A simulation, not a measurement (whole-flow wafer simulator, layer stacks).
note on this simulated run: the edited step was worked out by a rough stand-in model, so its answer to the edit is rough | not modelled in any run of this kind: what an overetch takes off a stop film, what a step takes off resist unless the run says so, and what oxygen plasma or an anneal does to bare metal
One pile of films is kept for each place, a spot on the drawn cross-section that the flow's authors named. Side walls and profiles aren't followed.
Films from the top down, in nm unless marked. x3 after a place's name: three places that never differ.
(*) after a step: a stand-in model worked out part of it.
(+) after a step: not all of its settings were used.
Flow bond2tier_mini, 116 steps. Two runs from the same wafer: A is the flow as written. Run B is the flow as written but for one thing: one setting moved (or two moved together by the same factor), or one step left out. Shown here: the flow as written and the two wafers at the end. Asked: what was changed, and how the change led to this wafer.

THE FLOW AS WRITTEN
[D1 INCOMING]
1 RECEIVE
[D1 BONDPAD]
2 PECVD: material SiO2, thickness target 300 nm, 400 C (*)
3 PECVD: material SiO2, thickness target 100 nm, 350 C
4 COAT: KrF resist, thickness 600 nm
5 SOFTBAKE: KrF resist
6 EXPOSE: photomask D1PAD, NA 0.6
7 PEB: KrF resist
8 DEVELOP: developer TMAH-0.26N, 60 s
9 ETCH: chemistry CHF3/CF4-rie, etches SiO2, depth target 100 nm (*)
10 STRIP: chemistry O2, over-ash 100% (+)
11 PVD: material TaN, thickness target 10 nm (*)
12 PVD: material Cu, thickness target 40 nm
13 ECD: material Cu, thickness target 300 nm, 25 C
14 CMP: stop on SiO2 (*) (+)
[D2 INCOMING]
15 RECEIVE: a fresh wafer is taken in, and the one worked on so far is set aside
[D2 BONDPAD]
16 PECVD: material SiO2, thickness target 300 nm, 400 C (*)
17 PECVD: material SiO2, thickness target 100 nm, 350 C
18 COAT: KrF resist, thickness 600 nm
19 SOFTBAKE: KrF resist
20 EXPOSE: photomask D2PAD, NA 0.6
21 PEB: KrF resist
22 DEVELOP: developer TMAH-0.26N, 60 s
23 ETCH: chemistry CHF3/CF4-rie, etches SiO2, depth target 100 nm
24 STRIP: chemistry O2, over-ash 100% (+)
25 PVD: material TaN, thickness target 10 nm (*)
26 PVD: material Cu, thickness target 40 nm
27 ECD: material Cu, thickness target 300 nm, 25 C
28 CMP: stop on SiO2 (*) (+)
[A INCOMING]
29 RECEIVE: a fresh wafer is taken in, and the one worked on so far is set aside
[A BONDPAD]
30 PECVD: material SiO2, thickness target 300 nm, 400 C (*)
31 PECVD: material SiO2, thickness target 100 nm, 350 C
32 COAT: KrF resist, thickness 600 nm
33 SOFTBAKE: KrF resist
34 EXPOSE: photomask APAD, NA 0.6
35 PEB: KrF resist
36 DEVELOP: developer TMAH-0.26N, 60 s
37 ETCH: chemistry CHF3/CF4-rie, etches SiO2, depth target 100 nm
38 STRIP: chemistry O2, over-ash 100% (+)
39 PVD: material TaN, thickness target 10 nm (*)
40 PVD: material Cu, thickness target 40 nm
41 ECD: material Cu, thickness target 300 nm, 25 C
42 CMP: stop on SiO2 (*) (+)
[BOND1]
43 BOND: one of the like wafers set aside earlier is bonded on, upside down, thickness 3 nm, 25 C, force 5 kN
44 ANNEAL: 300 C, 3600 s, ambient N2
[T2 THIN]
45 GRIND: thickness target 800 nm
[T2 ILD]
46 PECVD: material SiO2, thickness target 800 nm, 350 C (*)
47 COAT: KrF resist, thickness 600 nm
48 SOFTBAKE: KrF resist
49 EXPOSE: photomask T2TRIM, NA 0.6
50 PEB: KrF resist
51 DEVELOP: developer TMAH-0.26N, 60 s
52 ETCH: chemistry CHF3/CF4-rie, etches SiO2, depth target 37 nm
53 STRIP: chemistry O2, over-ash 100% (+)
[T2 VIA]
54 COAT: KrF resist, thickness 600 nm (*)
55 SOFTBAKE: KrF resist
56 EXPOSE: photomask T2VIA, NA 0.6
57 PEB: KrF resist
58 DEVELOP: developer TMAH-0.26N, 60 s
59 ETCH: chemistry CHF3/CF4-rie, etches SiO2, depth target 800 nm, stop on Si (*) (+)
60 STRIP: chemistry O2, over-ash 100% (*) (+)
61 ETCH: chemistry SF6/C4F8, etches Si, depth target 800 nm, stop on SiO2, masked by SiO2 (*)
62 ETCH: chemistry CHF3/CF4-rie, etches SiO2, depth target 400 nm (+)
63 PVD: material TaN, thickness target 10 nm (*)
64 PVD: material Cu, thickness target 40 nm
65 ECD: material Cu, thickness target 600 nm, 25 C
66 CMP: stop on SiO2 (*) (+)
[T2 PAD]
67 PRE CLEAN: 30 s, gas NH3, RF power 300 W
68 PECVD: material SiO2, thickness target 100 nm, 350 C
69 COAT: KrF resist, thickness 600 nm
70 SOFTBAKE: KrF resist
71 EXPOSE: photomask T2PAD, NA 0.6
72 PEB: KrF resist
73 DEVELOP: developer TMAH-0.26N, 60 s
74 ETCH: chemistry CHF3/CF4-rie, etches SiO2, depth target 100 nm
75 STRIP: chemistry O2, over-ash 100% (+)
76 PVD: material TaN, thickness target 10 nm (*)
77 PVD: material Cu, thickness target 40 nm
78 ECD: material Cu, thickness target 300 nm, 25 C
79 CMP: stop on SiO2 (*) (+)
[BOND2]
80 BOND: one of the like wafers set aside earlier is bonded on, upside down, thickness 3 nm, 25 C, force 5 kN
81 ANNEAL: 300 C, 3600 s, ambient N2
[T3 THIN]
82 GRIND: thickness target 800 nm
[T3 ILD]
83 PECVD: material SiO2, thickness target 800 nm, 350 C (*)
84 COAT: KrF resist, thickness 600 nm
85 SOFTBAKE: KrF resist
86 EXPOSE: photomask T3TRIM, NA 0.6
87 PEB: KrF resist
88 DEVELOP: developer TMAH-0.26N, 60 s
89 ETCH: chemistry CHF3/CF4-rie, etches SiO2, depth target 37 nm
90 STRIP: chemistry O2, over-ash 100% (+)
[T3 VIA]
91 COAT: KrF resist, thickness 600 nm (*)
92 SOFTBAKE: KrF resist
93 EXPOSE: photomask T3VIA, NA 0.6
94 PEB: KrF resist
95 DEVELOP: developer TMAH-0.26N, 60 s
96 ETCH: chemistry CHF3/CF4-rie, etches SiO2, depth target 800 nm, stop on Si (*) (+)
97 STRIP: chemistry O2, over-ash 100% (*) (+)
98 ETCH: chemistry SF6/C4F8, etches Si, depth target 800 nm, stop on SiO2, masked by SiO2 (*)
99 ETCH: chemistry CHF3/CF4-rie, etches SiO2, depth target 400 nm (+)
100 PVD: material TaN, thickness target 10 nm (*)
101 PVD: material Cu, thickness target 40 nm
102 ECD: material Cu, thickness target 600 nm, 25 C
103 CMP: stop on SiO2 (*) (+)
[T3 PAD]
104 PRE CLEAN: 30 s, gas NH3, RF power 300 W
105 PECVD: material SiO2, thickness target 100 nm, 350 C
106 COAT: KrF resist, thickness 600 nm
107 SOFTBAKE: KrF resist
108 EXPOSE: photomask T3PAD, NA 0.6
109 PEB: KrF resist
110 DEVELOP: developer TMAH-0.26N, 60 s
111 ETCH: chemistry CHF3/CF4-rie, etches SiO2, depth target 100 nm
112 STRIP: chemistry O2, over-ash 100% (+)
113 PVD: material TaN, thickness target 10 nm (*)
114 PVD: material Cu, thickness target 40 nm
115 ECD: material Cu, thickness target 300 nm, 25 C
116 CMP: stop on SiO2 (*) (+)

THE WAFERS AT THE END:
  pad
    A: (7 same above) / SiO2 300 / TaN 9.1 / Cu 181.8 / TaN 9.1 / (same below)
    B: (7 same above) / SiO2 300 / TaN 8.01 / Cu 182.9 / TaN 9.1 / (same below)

The cause: step 25, PVD: thickness target 8.8 nm was run, where the flow has thickness target 10 nm.

How the change led to this, step by step:
  25 PVD: material TaN, thickness target 10 nm (*)
      field: A TaN +10 (new film) | B TaN +8.8 (new film)
      pad: A TaN +9.1 (new film) | B TaN +8.01 (new film)
      (and at 1 more place)
  28 CMP: stop on SiO2 (*) (+)
      field: A Cu -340 (all of it), TaN -10 (all of it) | B Cu -340 (all of it), TaN -8.8 (all of it)
  80 BOND: one of the like wafers set aside earlier is bonded on, upside down, thickness 3 nm, 25 C, force 5 kN
      pad: A Si +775 um (new film), chemical SiO2 +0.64 (new film), SiO2 +300 (new film), TaN +9.1 (new film), Cu +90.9 | B Si +775 um (new film), chemical SiO2 +0.64 (new film), SiO2 +300 (new film), TaN +8.01 (new film), Cu +92
